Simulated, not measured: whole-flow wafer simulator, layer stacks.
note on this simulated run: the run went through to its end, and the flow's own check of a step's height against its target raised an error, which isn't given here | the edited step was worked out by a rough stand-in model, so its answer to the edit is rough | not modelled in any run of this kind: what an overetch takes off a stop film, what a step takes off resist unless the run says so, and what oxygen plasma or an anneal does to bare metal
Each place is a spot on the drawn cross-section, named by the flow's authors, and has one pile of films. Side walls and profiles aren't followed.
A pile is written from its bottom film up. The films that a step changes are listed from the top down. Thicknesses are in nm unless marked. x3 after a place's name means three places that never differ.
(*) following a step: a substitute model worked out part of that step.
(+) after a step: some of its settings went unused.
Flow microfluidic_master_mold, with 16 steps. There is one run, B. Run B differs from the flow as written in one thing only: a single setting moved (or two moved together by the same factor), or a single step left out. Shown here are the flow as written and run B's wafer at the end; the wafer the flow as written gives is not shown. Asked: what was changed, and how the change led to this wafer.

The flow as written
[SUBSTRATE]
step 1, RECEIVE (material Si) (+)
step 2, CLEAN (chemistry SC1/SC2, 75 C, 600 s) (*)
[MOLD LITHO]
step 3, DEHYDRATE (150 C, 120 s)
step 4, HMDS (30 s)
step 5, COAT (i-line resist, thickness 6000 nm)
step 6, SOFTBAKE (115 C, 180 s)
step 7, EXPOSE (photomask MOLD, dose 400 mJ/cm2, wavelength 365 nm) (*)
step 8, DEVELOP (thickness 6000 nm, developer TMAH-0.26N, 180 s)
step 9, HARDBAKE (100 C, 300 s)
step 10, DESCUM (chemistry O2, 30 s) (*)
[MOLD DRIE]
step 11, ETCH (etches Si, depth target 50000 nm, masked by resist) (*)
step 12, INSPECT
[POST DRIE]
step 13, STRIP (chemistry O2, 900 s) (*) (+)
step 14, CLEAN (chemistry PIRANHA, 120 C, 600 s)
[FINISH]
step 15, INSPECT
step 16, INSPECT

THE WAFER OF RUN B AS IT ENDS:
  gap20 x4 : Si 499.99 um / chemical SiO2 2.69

What caused this: step 11, ETCH: depth target 25000 nm was run, though the flow has depth target 50000 nm.

How this came from the change, step by step:
  step 11, ETCH (etches Si, depth target 50000 nm, masked by resist) (*)
      gap20 x4: -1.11 chemical SiO2 (all of it), -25 um Si (in the flow as written it would be: -1.11 chemical SiO2 (all of it), -50 um Si)
      ridge: -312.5 i-line resist (in the flow as written it would be: -625 i-line resist)
  step 13, STRIP (chemistry O2, 900 s) (*) (+)
      ridge: -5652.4 i-line resist (all of it), +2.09 chemical SiO2, -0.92 Si (in the flow as written it would be: -5339.9 i-line resist (all of it), +2.09 chemical SiO2, -0.92 Si)
